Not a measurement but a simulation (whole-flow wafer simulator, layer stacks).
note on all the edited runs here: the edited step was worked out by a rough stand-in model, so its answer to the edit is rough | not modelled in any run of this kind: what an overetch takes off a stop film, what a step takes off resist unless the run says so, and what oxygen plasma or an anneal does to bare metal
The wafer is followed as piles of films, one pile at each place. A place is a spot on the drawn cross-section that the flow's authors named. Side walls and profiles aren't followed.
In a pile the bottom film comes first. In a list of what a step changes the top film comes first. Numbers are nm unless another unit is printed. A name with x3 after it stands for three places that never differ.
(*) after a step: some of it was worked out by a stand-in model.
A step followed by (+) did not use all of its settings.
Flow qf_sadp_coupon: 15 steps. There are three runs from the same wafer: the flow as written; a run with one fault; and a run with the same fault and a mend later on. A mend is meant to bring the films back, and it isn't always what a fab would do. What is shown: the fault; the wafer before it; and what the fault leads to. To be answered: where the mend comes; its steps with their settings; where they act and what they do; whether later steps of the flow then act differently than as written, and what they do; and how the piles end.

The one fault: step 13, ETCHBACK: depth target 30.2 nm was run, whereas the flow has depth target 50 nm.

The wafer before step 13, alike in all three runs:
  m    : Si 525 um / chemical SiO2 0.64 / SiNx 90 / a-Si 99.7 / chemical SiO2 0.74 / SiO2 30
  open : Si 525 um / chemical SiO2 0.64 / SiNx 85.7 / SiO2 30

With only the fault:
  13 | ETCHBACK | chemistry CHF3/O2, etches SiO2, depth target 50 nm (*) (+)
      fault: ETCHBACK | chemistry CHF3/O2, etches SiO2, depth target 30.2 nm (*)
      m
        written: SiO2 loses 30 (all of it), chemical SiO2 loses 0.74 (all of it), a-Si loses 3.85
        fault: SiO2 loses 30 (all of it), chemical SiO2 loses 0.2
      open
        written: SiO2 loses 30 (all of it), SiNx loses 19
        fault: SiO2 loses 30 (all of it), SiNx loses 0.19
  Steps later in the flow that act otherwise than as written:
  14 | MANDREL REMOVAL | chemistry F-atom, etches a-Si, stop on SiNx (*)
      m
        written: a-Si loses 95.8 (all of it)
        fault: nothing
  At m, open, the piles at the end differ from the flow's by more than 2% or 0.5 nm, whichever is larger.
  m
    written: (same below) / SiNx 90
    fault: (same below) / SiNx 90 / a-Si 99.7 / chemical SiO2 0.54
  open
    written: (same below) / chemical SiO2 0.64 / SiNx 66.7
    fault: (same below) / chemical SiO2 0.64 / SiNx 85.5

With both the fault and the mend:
  The mend follows step 13.
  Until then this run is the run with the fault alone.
  13a | ETCHBACK | chemistry CHF3/O2, etches SiO2, depth target 19.8 nm (*) (+) (the flow's step 13 again, with other settings)
      m
        chemical SiO2 loses 0.54 (all of it), a-Si loses 3.85
      open
        SiNx loses 18.9
  None of the later steps of the flow acts differently than as written at any place that is followed.
  At every place that both follow, the piles at the end match the flow's.
